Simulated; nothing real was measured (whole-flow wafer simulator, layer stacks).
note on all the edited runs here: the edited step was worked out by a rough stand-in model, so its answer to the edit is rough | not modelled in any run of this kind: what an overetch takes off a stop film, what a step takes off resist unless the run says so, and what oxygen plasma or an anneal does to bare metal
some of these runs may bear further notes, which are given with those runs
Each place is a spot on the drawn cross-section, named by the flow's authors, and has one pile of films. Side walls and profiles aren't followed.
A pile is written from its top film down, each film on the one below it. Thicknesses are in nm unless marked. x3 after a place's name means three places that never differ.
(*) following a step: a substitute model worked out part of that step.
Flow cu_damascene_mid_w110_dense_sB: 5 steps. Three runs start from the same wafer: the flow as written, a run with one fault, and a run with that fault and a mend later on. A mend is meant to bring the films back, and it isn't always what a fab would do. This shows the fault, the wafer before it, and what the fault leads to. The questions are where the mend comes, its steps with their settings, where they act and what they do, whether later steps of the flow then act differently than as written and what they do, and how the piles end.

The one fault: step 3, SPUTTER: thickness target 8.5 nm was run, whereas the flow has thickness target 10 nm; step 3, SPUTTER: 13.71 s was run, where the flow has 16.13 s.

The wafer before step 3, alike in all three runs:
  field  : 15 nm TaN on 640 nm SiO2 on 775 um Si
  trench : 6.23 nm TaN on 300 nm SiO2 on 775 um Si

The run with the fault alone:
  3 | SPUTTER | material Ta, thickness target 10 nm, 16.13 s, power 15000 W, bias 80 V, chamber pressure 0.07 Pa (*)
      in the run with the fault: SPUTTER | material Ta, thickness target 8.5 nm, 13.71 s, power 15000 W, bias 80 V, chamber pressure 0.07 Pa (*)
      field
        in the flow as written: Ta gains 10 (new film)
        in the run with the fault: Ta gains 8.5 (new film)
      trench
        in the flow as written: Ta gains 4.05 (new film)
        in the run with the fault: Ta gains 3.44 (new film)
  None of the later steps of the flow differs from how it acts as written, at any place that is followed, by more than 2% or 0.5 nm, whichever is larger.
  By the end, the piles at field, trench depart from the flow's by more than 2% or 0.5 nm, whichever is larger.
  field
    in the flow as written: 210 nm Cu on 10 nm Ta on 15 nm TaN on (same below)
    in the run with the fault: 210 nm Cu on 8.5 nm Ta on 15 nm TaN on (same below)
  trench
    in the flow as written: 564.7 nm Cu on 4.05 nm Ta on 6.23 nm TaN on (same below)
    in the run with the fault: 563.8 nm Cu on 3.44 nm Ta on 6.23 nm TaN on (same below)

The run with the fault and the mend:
  After step 3 comes the mend.
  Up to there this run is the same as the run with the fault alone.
  3a | SPUTTER | material Ta, thickness target 1.5 nm, 2.42 s, power 15000 W, bias 80 V, chamber pressure 0.07 Pa (*) (the flow's step 3, run once more with other settings)
      field
        Ta gains 1.5
      trench
        Ta gains 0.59
  None of the later steps of the flow acts differently than as written at any place that is followed.
  The piles end only slightly different from the flow's at the places that both follow, by no more than 2% or 0.5 nm, whichever is larger.
